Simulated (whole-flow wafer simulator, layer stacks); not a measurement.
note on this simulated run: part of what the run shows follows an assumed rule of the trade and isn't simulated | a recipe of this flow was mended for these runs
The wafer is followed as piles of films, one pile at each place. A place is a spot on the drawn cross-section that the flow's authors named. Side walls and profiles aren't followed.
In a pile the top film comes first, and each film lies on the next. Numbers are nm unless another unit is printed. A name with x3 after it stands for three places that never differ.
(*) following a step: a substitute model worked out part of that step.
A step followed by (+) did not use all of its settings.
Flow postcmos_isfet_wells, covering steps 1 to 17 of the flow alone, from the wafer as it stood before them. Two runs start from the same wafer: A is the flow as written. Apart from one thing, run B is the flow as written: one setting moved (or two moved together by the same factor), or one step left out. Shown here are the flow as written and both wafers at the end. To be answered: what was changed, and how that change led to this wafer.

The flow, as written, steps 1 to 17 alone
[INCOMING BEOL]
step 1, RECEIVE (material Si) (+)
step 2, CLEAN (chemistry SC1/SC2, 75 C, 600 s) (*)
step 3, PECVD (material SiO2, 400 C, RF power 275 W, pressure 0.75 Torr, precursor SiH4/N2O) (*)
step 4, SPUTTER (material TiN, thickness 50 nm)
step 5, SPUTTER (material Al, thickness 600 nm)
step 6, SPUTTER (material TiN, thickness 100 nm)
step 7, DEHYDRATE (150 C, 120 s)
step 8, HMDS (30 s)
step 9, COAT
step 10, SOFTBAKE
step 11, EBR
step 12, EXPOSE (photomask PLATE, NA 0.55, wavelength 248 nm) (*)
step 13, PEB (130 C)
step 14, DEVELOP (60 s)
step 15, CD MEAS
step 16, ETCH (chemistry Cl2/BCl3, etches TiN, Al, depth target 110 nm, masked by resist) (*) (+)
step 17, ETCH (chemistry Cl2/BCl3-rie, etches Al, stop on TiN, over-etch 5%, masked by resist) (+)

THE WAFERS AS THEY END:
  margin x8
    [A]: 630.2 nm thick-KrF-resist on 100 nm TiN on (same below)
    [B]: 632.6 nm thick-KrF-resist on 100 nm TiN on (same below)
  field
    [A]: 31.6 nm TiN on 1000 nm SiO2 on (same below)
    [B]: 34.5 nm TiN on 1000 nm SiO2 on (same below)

Cause: step 17, ETCH: over-etch 4.2% was run, whereas the flow has over-etch 5%.

The path from the change to this, step by step:
  step 17, ETCH (chemistry Cl2/BCl3-rie, etches Al, stop on TiN, over-etch 5%, masked by resist) (+)
      field: A -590 Al (all of it), -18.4 TiN | B -590 Al (all of it), -15.5 TiN
